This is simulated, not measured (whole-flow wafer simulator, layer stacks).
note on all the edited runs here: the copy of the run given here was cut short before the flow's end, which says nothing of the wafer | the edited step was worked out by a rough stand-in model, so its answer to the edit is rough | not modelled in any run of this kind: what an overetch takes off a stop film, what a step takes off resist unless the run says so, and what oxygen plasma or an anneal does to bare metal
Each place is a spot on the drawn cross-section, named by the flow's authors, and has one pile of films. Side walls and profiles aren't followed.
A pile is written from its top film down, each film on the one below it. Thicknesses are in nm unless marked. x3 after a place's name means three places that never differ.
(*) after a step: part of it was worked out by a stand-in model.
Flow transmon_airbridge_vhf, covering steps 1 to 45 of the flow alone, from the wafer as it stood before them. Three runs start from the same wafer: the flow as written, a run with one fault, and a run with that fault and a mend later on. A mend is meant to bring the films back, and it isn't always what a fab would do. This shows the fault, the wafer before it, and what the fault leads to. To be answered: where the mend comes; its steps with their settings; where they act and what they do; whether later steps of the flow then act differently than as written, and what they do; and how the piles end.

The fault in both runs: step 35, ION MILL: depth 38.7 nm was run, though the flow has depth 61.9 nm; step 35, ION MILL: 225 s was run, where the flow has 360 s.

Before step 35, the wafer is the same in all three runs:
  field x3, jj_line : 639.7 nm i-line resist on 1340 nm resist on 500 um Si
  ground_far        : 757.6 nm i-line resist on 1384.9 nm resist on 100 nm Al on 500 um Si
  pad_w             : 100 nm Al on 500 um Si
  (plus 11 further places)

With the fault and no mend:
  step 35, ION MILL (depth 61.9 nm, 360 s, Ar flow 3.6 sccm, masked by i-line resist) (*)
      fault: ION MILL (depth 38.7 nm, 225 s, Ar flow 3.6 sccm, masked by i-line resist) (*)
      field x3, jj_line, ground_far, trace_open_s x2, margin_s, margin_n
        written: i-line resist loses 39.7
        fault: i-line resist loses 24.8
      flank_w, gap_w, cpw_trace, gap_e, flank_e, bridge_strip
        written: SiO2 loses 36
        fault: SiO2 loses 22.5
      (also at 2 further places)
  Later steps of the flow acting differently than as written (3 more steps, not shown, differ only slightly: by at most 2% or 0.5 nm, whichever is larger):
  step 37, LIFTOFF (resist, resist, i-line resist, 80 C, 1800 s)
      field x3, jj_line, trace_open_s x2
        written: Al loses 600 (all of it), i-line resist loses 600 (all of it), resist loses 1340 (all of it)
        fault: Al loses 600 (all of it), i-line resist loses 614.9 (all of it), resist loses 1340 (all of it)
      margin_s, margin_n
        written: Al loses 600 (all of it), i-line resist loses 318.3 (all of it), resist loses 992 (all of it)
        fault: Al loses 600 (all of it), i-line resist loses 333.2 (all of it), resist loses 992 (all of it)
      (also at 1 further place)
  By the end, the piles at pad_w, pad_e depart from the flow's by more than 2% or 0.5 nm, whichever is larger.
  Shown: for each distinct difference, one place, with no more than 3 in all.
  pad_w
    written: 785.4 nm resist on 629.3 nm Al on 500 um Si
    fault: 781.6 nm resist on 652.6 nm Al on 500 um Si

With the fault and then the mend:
  The mend stands after step 35.
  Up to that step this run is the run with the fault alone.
  step 35a, ION MILL (depth 23.2 nm, 134.9 s, Ar flow 3.6 sccm, masked by i-line resist) (*) (a further turn of the flow's step 35, with different settings)
      field x3, jj_line, ground_far, trace_open_s x2, margin_s, margin_n
        i-line resist loses 14.9
      flank_w, gap_w, cpw_trace, gap_e, flank_e, bridge_strip
        SiO2 loses 13.5
      pad_w, pad_e
        Al loses 23.2
  Later steps of the flow that are run all act as written at every place that is followed.
  At the end the piles are close to the flow's at the places that both follow, differing by at most 2% or 0.5 nm, whichever is larger.
